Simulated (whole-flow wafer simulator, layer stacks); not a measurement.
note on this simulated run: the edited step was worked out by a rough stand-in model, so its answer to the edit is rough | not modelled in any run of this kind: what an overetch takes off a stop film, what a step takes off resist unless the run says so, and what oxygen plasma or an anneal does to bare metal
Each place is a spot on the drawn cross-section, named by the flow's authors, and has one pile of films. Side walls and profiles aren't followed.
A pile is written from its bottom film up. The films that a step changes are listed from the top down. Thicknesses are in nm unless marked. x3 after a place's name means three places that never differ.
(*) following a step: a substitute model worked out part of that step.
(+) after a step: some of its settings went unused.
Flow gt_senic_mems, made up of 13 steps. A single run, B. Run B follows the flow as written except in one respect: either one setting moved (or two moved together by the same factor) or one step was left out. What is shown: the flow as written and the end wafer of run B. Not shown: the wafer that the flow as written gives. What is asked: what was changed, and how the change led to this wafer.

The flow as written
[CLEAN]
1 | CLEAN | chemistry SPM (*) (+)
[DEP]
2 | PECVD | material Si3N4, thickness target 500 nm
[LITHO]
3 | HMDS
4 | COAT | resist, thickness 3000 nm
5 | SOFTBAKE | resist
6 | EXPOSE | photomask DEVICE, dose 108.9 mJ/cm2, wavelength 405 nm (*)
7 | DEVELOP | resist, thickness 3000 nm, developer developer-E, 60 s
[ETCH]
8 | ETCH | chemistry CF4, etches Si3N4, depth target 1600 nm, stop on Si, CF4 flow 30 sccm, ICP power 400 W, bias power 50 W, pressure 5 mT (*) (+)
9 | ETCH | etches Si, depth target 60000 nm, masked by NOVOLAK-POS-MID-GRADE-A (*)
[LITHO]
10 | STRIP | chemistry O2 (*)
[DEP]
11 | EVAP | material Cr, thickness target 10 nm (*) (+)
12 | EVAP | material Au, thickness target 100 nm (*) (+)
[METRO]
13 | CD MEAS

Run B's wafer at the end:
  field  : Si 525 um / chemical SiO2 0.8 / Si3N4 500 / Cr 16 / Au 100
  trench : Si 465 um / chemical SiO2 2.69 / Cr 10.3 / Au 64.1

Cause: step 11, EVAP: thickness target 16 nm was run, while the flow as written has thickness target 10 nm.
The wafer lets one read it off: field has Cr 16, and step 11 as written asks for 10 nm.

The path from the change to this, step by step:
  11 | EVAP | material Cr, thickness target 10 nm (*) (+)
      field: Cr gains 16 (new film) (it would be, as written: Cr gains 10 (new film))
      trench: Cr gains 10.3 (new film) (it would be, as written: Cr gains 6.45 (new film))
